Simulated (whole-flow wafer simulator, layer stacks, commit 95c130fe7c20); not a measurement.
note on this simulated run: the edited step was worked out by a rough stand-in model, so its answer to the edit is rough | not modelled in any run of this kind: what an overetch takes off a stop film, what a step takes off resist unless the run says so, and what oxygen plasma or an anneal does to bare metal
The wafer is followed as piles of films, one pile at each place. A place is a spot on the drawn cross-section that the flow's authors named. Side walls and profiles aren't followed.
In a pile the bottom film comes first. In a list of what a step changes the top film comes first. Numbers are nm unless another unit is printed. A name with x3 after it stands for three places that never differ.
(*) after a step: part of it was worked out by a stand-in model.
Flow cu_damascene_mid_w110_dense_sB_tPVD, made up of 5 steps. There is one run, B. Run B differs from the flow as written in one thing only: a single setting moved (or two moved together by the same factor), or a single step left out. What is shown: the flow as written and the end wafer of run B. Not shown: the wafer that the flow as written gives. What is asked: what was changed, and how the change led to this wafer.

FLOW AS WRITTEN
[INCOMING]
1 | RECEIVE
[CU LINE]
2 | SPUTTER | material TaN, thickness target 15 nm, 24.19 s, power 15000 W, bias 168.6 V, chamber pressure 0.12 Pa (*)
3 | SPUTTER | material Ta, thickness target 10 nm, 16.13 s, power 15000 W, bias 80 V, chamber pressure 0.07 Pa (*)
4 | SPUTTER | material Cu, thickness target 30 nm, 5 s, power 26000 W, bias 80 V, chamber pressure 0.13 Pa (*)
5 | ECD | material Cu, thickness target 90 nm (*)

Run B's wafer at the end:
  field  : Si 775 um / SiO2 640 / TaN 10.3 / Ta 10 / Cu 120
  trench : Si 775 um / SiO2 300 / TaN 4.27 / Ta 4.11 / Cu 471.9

What caused this: step 2, SPUTTER: power 10280 W was run, though the flow has power 15000 W.

Step by step, how the change led to this:
  2 | SPUTTER | material TaN, thickness target 15 nm, 24.19 s, power 15000 W, bias 168.6 V, chamber pressure 0.12 Pa (*)
      field: +10.3 TaN (new film) (in the flow as written it would be: +15 TaN (new film))
      trench: +4.27 TaN (new film) (in the flow as written it would be: +6.23 TaN (new film))
